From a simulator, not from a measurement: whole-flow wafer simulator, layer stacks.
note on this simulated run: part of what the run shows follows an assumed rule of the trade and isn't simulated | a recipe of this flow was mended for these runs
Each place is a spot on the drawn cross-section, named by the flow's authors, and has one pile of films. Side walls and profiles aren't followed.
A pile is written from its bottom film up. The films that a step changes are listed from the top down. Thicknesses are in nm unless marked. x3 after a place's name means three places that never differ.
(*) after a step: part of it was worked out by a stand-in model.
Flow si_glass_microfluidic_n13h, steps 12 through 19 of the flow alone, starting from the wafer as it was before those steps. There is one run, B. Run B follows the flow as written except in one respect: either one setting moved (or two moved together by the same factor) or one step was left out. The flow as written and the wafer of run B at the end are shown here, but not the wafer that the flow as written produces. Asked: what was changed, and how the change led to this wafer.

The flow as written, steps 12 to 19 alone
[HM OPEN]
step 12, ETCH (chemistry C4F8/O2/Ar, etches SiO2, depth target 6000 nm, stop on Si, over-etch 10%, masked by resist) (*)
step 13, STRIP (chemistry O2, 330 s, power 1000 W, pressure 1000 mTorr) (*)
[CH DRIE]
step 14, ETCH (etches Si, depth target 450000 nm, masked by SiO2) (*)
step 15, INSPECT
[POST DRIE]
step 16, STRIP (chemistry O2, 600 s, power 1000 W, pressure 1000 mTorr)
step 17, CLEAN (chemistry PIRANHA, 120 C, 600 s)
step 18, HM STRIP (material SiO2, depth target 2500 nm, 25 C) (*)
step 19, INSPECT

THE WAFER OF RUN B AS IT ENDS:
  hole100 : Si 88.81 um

Cause: step 12, ETCH: over-etch 13% was run, while the flow as written has over-etch 10%.

How this came from the change, step by step:
  step 12, ETCH (chemistry C4F8/O2/Ar, etches SiO2, depth target 6000 nm, stop on Si, over-etch 10%, masked by resist) (*)
      land: thick-i-line-resist loses 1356 (in the flow as written it would be: thick-i-line-resist loses 1320)
      hole100: SiO2 loses 6000 (all of it), Si loses 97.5 (in the flow as written it would be: SiO2 loses 6000 (all of it), Si loses 75)
